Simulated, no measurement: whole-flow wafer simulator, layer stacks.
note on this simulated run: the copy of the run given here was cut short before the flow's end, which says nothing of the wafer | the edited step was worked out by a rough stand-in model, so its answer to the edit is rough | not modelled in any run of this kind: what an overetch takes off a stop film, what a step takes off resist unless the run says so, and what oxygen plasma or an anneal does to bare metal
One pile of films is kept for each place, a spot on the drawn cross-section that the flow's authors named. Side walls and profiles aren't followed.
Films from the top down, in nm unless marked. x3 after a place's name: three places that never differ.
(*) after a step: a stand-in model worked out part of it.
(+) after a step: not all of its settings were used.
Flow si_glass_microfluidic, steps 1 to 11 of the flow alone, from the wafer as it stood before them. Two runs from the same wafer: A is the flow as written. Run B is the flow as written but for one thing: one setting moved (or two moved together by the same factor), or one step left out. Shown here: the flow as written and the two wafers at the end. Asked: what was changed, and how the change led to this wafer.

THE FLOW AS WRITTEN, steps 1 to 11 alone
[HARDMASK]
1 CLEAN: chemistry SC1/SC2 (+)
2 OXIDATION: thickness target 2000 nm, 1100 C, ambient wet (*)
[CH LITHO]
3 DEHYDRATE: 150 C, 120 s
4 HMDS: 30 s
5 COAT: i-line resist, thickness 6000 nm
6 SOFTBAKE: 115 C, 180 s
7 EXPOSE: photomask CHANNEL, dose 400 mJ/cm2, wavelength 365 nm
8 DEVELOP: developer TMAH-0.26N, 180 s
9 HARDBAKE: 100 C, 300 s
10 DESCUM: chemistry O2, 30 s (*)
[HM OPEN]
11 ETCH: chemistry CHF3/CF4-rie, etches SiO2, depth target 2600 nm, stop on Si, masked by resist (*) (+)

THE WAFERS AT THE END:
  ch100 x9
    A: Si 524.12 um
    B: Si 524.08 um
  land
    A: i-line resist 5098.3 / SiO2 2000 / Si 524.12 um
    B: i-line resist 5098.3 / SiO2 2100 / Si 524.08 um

The cause: step 2, OXIDATION: thickness target 2100 nm was run, where the flow has thickness target 2000 nm.
It can be read off the wafer: land has SiO2 2100, and step 2 as written asks for 2000 nm.

How the change led to this, step by step:
  2 OXIDATION: thickness target 2000 nm, 1100 C, ambient wet (*)
      land, ch100 x9: A SiO2 +2000 (new film), chemical SiO2 -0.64 (all of it), Si -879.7 | B SiO2 +2100 (new film), chemical SiO2 -0.64 (all of it), Si -923.7
  11 ETCH: chemistry CHF3/CF4-rie, etches SiO2, depth target 2600 nm, stop on Si, masked by resist (*) (+)
      ch100 x9: A SiO2 -2000 (all of it) | B SiO2 -2100 (all of it)
